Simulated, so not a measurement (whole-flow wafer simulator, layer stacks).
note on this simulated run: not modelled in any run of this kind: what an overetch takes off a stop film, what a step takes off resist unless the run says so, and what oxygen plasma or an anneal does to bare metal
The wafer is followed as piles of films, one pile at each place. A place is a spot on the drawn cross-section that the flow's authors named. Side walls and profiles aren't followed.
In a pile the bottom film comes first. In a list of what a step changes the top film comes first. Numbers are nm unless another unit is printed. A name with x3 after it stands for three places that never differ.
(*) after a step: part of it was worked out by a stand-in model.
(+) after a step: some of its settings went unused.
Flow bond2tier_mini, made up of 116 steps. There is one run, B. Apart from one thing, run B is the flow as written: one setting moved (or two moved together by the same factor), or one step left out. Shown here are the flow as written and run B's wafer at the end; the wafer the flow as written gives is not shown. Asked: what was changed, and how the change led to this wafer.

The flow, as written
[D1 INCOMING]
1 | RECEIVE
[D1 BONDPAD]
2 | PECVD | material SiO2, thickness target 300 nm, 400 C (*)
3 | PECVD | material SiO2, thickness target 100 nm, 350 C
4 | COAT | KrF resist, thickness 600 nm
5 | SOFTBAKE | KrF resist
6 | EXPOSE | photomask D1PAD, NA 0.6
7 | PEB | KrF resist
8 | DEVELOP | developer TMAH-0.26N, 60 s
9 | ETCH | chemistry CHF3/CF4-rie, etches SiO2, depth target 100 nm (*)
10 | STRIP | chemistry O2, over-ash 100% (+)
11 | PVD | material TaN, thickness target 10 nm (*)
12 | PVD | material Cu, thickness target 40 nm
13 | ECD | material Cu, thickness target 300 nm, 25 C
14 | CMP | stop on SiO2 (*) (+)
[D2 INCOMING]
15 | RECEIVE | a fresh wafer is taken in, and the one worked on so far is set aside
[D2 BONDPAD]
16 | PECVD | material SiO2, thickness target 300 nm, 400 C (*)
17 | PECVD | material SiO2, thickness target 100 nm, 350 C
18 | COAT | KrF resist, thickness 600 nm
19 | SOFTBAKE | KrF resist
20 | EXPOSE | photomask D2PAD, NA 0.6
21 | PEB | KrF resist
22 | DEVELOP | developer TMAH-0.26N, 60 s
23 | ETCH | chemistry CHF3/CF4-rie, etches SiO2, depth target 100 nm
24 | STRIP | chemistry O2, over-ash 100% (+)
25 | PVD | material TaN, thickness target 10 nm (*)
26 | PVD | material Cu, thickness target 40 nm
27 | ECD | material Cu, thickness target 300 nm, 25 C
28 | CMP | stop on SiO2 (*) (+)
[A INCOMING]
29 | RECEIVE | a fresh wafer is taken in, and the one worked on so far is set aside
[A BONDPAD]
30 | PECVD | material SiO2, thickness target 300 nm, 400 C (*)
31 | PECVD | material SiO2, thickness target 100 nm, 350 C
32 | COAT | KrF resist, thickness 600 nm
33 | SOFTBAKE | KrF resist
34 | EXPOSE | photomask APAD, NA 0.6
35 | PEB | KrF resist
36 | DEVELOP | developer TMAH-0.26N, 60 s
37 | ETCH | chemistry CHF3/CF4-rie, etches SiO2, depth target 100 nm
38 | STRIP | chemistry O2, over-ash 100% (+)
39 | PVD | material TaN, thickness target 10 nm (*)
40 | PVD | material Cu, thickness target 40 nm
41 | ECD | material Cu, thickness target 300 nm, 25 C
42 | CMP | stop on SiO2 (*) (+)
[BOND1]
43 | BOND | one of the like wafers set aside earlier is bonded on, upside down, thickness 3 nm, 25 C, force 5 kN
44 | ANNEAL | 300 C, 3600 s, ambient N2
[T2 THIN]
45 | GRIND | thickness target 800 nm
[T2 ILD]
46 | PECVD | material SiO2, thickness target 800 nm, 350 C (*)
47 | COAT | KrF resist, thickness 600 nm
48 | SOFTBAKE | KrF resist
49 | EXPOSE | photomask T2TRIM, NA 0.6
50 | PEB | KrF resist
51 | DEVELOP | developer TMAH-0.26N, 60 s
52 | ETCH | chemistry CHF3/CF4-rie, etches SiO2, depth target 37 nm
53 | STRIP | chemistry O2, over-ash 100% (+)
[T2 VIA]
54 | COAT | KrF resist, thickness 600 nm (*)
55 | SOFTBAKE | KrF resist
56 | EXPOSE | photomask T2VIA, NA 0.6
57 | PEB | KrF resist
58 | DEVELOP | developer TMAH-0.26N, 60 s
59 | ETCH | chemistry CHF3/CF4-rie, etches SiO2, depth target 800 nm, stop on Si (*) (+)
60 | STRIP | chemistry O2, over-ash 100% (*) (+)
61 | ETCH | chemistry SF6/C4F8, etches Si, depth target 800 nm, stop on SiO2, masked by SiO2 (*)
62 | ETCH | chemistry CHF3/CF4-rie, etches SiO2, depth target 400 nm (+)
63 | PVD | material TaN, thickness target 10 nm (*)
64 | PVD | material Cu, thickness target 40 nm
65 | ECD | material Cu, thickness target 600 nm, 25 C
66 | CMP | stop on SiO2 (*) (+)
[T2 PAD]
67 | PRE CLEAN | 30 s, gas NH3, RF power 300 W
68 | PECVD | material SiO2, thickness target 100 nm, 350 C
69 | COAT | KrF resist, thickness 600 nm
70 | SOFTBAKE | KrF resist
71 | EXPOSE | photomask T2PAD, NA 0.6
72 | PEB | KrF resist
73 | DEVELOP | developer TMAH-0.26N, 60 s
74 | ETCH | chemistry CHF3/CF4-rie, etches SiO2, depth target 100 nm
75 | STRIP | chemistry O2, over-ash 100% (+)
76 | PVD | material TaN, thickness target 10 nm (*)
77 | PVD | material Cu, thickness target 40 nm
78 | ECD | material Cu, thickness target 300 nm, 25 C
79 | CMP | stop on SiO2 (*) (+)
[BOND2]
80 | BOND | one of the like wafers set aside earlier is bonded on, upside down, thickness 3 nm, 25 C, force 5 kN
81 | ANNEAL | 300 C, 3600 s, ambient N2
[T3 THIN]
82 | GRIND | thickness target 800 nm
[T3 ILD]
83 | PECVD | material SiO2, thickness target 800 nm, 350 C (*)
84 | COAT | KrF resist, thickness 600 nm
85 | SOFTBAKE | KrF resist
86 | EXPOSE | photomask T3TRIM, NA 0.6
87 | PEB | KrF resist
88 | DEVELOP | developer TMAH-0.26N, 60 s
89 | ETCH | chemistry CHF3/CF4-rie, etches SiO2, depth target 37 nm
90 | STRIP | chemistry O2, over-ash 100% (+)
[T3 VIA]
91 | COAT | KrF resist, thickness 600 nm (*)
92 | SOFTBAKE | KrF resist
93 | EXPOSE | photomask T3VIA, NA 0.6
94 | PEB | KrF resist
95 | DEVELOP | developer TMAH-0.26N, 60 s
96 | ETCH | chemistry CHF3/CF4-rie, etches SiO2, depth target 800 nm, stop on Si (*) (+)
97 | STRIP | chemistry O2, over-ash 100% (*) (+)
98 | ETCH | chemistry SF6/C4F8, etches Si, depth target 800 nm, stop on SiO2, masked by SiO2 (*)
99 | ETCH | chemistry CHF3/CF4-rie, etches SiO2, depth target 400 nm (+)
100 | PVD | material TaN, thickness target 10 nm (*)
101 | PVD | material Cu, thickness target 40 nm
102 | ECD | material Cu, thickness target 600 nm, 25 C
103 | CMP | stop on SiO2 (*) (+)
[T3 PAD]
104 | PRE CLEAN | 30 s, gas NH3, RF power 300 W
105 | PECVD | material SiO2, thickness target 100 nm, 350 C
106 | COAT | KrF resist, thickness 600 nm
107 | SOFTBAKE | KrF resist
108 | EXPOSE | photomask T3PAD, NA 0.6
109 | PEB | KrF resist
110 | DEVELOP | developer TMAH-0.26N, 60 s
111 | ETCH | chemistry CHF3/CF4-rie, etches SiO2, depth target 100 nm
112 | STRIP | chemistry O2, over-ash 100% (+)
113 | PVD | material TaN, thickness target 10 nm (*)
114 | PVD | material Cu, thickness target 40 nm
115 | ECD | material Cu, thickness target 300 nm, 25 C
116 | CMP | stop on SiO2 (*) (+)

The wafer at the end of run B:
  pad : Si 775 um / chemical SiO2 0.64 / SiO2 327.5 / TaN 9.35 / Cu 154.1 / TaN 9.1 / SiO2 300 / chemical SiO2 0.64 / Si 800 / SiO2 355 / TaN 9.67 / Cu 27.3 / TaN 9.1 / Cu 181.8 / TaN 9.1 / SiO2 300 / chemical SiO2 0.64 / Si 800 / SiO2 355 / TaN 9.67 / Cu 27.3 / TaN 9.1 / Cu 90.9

What caused this: step 37, ETCH: depth target 72.5 nm was run, though the flow has depth target 100 nm.

The path from the change to this, step by step:
  37 | ETCH | chemistry CHF3/CF4-rie, etches SiO2, depth target 100 nm
      pad, via: SiO2 loses 72.5 (as written it would have been: SiO2 loses 100)
      field: KrF resist loses 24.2 (as written it would have been: KrF resist loses 33.3)
  40 | PVD | material Cu, thickness target 40 nm
      pad: Cu gains 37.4 (new film) (as written it would have been: Cu gains 36.4 (new film))
  41 | ECD | material Cu, thickness target 300 nm, 25 C
      pad: Cu gains 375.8 (as written it would have been: Cu gains 404.5)
      via: Cu gains 372.6 (as written it would have been: Cu gains 400.2)
